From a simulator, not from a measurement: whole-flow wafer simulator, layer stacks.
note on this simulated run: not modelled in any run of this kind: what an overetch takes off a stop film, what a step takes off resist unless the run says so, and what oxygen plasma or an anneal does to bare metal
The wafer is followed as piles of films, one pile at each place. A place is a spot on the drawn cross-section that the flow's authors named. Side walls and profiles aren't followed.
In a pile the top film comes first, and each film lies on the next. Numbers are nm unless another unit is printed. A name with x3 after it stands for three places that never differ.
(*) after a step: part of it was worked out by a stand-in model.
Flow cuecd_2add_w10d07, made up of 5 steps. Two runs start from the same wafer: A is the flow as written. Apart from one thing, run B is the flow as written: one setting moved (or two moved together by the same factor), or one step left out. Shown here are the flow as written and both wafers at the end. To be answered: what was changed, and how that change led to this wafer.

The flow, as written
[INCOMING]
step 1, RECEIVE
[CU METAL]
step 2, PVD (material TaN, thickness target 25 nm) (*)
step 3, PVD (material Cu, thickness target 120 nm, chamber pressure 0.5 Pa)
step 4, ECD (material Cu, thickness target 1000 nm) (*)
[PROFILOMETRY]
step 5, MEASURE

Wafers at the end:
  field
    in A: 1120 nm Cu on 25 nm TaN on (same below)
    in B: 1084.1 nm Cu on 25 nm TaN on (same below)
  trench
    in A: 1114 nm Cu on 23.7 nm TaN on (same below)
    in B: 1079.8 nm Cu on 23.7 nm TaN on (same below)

What caused this: step 3, PVD: thickness target 84.1 nm was run, whereas the flow has thickness target 120 nm.

How this came from the change, step by step:
  step 3, PVD (material Cu, thickness target 120 nm, chamber pressure 0.5 Pa)
      field: A +120 Cu (new film) | B +84.1 Cu (new film)
      trench: A +114 Cu (new film) | B +79.8 Cu (new film)
